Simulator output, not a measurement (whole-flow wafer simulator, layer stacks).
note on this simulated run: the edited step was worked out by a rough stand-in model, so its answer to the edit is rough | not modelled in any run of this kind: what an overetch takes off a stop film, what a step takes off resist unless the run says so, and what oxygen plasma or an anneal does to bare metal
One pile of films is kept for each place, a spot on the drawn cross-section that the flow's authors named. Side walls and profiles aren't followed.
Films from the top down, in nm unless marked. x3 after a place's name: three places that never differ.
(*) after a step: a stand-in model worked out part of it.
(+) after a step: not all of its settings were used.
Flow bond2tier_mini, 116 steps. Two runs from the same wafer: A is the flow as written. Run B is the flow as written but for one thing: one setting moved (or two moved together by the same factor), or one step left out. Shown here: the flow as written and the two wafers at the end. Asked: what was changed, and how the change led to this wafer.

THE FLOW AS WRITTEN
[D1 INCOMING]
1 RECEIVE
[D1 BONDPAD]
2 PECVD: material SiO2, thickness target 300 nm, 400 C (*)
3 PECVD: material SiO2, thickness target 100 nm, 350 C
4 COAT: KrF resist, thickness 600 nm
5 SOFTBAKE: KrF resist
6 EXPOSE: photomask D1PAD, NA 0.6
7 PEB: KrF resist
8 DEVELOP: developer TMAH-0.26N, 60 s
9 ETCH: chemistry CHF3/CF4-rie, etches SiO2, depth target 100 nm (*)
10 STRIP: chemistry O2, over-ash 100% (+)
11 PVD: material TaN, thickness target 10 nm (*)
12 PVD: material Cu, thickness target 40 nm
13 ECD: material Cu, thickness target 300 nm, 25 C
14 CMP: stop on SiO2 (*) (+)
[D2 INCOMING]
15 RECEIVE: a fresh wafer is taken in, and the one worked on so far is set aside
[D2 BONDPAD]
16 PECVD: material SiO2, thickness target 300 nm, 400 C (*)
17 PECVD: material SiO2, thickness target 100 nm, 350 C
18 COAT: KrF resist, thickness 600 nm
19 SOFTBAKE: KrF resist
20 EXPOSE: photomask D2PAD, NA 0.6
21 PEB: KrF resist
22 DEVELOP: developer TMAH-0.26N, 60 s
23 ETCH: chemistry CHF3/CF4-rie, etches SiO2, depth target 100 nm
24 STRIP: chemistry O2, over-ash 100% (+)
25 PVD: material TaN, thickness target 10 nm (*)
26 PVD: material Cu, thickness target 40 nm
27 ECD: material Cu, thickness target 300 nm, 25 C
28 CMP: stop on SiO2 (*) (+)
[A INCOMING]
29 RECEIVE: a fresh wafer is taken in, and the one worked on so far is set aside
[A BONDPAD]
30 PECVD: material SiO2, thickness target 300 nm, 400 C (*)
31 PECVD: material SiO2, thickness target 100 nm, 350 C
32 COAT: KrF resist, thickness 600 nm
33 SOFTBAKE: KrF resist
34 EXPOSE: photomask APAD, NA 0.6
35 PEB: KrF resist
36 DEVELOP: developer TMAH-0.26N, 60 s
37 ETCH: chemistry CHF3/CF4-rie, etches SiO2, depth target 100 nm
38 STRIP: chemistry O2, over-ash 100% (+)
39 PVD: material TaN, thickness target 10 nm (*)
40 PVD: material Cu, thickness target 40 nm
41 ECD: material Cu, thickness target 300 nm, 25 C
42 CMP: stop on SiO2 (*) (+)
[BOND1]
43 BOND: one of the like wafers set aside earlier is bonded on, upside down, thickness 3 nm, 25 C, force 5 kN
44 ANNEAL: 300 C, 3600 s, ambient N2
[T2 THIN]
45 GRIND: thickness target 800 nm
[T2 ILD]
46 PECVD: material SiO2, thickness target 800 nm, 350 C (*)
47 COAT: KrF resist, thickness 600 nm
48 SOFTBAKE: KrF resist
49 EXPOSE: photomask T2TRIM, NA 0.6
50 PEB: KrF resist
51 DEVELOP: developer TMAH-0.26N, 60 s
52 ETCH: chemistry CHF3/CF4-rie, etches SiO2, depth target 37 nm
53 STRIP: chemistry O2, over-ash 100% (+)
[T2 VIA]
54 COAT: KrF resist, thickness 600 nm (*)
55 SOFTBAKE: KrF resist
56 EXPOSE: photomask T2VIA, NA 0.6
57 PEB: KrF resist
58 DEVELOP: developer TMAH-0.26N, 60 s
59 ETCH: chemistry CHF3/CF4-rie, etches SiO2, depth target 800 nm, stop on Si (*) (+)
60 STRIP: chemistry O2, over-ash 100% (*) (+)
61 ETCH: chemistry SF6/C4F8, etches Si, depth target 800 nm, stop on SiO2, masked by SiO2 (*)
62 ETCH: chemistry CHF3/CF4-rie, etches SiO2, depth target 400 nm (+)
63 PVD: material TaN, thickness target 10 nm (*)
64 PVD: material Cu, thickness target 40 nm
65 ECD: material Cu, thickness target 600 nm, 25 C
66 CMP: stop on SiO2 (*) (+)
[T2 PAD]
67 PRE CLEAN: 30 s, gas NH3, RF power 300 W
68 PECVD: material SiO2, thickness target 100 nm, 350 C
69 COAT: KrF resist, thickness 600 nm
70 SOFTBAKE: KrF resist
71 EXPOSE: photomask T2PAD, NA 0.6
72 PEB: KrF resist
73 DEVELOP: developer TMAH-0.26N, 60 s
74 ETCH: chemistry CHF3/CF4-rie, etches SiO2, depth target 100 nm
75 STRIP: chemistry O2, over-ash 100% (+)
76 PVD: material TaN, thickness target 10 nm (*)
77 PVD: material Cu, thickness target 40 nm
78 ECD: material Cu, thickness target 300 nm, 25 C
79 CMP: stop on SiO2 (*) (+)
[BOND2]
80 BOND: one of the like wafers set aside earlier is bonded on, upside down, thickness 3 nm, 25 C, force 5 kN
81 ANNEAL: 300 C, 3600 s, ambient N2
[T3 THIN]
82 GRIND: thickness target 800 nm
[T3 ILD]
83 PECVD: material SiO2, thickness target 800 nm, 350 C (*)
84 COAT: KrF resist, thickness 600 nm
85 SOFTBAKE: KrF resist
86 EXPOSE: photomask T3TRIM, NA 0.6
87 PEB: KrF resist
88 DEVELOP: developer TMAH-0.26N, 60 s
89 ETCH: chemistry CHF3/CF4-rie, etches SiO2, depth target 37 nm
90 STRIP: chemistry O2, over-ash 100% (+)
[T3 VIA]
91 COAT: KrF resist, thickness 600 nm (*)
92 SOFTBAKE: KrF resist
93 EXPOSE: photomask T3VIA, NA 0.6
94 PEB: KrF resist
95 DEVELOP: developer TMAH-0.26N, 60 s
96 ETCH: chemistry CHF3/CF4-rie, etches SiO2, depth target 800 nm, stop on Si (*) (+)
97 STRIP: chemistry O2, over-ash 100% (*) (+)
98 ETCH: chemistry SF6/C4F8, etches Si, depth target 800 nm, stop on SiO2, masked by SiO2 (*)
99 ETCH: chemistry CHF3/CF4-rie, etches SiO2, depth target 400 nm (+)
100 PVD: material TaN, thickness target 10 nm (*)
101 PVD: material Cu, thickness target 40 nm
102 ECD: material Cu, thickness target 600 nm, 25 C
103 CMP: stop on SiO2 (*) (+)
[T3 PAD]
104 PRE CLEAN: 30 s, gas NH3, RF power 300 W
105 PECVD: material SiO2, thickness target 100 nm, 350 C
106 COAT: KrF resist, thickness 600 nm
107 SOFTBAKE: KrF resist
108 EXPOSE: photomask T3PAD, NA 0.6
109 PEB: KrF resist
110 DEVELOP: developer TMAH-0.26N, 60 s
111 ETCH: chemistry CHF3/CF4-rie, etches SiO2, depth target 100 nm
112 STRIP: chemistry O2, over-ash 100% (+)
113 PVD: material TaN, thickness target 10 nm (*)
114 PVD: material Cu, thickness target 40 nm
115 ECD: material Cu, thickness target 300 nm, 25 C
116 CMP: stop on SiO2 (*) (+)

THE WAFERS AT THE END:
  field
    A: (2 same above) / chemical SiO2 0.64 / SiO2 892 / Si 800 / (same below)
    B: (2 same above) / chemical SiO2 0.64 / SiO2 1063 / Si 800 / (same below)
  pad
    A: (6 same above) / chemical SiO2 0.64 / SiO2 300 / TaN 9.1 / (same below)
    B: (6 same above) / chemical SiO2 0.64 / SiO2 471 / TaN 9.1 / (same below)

The cause: step 16, PECVD: thickness target 471 nm was run, where the flow has thickness target 300 nm.
It can be read off the wafer: pad has SiO2 471, and step 16 as written asks for 300 nm.

How the change led to this, step by step:
  16 PECVD: material SiO2, thickness target 300 nm, 400 C (*)
      field, pad, via: A SiO2 +300 (new film) | B SiO2 +471 (new film)
  80 BOND: one of the like wafers set aside earlier is bonded on, upside down, thickness 3 nm, 25 C, force 5 kN
      field: A Si +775 um (new film), chemical SiO2 +0.64 (new film), SiO2 +400 | B Si +775 um (new film), chemical SiO2 +0.64 (new film), SiO2 +571
      pad: A Si +775 um (new film), chemical SiO2 +0.64 (new film), SiO2 +300 (new film), TaN +9.1 (new film), Cu +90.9 | B Si +775 um (new film), chemical SiO2 +0.64 (new film), SiO2 +471 (new film), TaN +9.1 (new film), Cu +90.9
